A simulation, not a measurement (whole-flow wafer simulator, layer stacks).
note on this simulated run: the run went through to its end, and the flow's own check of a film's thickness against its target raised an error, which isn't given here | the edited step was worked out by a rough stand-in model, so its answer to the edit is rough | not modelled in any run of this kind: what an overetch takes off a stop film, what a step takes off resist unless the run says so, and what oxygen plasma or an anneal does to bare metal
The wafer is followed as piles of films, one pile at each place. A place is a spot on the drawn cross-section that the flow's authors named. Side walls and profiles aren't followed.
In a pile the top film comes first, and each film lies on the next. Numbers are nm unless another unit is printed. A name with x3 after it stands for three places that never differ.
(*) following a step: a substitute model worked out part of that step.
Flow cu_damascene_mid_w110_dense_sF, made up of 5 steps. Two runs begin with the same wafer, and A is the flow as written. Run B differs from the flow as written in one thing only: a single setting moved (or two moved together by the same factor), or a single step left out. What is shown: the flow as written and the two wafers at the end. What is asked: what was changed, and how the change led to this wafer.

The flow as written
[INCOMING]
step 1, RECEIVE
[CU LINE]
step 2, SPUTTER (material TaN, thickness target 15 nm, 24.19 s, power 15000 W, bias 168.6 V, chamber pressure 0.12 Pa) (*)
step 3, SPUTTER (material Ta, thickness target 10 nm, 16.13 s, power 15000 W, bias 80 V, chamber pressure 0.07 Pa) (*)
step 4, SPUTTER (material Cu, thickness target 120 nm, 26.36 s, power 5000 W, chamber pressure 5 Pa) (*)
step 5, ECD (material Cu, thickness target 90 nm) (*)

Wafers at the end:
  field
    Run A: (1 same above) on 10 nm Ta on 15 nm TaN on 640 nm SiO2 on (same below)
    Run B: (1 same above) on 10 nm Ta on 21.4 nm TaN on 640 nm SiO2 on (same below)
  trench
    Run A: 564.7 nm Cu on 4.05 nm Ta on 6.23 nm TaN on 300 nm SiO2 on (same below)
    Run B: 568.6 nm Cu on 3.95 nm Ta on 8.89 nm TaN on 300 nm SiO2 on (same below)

The reason: step 2, SPUTTER: thickness target 21.4 nm was run, while the flow as written has thickness target 15 nm; step 2, SPUTTER: 34.47 s was run, where the flow has 24.19 s.
The wafer lets one read it off: field has TaN 21.4, and step 2 as written asks for 15 nm.

The path from the change to this, step by step:
  step 2, SPUTTER (material TaN, thickness target 15 nm, 24.19 s, power 15000 W, bias 168.6 V, chamber pressure 0.12 Pa) (*)
      field: A +15 TaN (new film) | B +21.4 TaN (new film)
      trench: A +6.23 TaN (new film) | B +8.89 TaN (new film)
  step 4, SPUTTER (material Cu, thickness target 120 nm, 26.36 s, power 5000 W, chamber pressure 5 Pa) (*)
      trench: A +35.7 Cu (new film) | B +34.9 Cu (new film)
